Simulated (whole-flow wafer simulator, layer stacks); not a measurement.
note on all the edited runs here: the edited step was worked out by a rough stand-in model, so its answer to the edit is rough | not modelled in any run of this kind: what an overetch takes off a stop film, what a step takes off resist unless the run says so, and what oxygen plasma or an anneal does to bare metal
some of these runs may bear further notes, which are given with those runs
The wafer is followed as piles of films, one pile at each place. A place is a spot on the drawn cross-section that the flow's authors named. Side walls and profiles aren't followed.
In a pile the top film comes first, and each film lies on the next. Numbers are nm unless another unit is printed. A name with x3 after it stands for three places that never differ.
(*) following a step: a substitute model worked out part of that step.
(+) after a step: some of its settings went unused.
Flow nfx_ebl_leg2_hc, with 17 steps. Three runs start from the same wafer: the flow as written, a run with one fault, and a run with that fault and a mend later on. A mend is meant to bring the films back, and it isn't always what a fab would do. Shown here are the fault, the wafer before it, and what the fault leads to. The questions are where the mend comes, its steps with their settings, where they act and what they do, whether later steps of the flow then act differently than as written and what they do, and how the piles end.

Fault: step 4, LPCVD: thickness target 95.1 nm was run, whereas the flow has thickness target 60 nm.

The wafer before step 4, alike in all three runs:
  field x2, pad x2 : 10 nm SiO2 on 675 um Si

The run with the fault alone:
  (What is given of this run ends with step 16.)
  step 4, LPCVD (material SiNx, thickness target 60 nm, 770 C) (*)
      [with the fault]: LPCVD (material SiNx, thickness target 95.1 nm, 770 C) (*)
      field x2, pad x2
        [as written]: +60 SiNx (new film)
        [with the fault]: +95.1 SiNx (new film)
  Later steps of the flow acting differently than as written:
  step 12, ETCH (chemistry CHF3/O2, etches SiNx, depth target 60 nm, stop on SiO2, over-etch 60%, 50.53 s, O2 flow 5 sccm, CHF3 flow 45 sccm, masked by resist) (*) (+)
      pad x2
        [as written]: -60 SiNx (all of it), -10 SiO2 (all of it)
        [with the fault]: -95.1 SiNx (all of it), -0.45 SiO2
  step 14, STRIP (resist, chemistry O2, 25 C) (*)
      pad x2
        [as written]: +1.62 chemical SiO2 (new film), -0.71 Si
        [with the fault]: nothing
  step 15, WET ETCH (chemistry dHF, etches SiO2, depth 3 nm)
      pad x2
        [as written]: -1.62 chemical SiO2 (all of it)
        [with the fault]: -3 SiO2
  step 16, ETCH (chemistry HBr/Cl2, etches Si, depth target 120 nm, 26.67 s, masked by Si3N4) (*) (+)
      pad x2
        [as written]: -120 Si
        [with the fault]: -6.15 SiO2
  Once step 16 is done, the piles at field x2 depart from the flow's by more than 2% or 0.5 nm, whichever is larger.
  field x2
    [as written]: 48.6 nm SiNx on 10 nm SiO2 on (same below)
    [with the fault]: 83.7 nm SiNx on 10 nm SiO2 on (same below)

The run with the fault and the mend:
  The mend follows step 5.
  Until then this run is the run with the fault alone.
  step 5a, ETCH (chemistry h3po4, depth target 109.4 nm)
      field x2, pad x2
        -95.1 SiNx (all of it)
  step 5b, CLEAN (chemistry SC1/SC2) (the flow's step 2 again)
      leaves every film unchanged at each place that is followed
  step 5c, LPCVD (material SiNx, thickness target 60 nm, 770 C) (*) (the flow's step 4 again)
      field x2, pad x2
        +60 SiNx (new film)
  Every later step of the flow that is run acts as written at every place that is followed.
  At every place that both follow, the piles at the end match the flow's.
